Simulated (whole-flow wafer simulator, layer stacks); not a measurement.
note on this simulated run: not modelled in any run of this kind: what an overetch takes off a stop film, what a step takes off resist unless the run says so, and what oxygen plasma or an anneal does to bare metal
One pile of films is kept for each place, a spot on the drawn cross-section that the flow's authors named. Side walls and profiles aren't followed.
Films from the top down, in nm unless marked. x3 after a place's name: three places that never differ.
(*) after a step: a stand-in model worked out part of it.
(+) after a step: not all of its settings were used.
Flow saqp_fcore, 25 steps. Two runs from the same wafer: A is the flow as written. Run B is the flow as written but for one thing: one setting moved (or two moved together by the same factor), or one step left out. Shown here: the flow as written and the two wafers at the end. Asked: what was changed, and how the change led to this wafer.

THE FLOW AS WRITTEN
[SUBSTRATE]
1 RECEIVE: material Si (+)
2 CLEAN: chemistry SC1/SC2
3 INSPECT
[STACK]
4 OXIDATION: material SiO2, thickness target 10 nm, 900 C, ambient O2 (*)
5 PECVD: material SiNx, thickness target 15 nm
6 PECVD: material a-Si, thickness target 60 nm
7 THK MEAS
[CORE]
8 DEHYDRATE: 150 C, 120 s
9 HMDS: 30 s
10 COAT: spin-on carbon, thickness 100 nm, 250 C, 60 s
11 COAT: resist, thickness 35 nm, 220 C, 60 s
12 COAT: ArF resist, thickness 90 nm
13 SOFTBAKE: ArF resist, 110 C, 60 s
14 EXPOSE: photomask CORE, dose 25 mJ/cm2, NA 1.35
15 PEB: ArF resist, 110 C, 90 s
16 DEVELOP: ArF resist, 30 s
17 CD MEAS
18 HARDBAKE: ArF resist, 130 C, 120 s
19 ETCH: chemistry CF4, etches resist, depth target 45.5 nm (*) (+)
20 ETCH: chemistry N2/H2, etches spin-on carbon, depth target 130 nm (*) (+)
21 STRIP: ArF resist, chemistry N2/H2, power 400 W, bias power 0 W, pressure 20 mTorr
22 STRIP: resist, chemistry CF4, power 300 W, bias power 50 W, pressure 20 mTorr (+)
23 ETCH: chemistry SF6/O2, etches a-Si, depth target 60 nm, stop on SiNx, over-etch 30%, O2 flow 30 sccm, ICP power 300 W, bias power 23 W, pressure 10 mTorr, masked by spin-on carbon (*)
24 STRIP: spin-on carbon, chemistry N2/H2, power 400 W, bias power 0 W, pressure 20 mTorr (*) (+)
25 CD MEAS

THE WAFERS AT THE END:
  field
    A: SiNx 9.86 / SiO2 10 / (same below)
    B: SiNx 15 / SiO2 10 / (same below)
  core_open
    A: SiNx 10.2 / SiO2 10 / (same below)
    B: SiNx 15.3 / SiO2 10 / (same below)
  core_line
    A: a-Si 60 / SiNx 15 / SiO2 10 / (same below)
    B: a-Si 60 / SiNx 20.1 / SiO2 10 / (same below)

The cause: step 5, PECVD: thickness target 20.1 nm was run, where the flow has thickness target 15 nm.
It can be read off the wafer: core_line has SiNx 20.1, and step 5 as written asks for 15 nm.

How the change led to this, step by step:
  5 PECVD: material SiNx, thickness target 15 nm
      field, core_open, core_line: A SiNx +15 (new film) | B SiNx +20.1 (new film)
